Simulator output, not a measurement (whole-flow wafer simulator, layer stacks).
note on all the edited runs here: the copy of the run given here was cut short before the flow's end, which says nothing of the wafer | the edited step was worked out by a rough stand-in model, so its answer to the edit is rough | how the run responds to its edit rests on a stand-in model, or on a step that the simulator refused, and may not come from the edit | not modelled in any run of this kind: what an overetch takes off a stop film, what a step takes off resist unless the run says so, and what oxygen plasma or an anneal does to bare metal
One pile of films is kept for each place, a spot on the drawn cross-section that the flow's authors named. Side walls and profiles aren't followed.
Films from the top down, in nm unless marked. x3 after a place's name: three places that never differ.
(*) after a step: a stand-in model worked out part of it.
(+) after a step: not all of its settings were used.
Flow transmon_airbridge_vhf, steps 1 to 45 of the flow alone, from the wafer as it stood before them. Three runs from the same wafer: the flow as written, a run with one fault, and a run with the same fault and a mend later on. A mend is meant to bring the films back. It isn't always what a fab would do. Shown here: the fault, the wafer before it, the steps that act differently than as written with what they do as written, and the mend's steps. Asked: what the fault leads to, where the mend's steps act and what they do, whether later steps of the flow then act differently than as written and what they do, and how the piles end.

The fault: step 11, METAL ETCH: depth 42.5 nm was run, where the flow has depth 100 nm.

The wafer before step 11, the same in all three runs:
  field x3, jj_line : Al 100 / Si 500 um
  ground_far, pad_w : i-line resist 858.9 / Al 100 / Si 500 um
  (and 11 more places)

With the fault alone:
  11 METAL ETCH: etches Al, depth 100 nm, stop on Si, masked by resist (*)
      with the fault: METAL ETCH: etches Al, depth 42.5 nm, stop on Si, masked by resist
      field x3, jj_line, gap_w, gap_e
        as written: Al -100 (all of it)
        with the fault: Al -42.5
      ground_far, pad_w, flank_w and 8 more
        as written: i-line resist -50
        with the fault: i-line resist -21.2
  Later steps of the flow that act differently than as written (10 more steps differ only slightly, by at most 2% or 0.5 nm, whichever is larger, and aren't shown):
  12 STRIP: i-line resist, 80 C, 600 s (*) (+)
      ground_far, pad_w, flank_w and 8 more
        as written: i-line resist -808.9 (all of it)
        with the fault: i-line resist -837.7 (all of it)
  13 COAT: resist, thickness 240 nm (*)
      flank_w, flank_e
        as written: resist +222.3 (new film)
        with the fault: resist +231.7 (new film)
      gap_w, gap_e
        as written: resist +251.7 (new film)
        with the fault: resist +245.4 (new film)
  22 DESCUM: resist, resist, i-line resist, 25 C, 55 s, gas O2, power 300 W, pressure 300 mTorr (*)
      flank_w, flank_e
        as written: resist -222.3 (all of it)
        with the fault: resist -231.7 (all of it)
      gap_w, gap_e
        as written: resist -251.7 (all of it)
        with the fault: resist -245.4 (all of it)
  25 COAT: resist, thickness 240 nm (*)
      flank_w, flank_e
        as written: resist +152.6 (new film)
        with the fault: resist +159.8 (new film)
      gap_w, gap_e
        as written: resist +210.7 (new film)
        with the fault: resist +204.5 (new film)
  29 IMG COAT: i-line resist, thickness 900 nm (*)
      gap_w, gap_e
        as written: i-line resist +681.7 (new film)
        with the fault: i-line resist +666.6 (new film)
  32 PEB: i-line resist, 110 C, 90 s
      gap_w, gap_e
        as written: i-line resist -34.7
        with the fault: i-line resist -33.9
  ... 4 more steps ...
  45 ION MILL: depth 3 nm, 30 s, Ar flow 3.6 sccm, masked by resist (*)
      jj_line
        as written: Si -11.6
        with the fault: Al -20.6
  At the end the piles differ from the flow's by more than 2% or 0.5 nm, whichever is larger, at field x3, jj_line, flank_w, gap_w, gap_e, flank_e.
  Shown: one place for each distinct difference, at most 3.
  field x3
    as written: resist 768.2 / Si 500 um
    with the fault: resist 768.2 / Al 57.5 / Si 500 um
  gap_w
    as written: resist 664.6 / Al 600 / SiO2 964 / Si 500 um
    with the fault: resist 649.2 / Al 600 / SiO2 964 / Al 57.5 / Si 500 um
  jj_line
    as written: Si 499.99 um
    with the fault: Al 36.9 / Si 500 um

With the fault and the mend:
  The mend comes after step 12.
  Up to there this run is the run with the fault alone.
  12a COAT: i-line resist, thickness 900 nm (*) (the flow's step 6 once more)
      field x3, jj_line, trace_open_s x2, margin_s, bridge_strip, margin_n
        i-line resist +900 (new film)
      pad_w, pad_e
        i-line resist +894.8 (new film)
      flank_w, flank_e
        i-line resist +890 (new film)
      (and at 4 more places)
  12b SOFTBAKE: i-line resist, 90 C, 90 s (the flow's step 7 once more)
      flank_w, flank_e
        i-line resist -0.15
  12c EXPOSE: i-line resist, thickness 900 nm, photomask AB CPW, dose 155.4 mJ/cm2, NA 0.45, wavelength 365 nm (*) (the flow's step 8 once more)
      changes no film at any place that is followed
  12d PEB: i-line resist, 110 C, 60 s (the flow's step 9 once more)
      field x3, jj_line, trace_open_s x2, margin_s, bridge_strip, margin_n
        i-line resist -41
      pad_w, pad_e
        i-line resist -40.8
      flank_w, flank_e
        i-line resist -40.6
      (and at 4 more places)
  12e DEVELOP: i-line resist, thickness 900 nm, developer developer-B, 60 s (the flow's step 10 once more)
      cpw_trace, trace_open_s x2, margin_s, bridge_strip, margin_n
        i-line resist -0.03
      field x3, jj_line
        i-line resist -859 (all of it)
      gap_w, gap_e
        i-line resist -881.1 (all of it)
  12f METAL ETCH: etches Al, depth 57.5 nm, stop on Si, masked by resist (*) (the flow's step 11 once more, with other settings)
      ground_far, pad_w, flank_w and 8 more
        i-line resist -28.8
      field x3, jj_line, gap_w, gap_e
        Al -57.5 (all of it)
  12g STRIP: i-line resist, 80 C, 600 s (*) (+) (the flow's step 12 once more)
      trace_open_s x2, margin_s, bridge_strip, margin_n
        i-line resist -830.2 (all of it)
      pad_w, pad_e
        i-line resist -825.2 (all of it)
      flank_w, flank_e
        i-line resist -820.5 (all of it)
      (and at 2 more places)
  No later step of the flow acts differently than as written at any place that is followed.
  At the end the piles are the same as the flow's at every place that both follow.
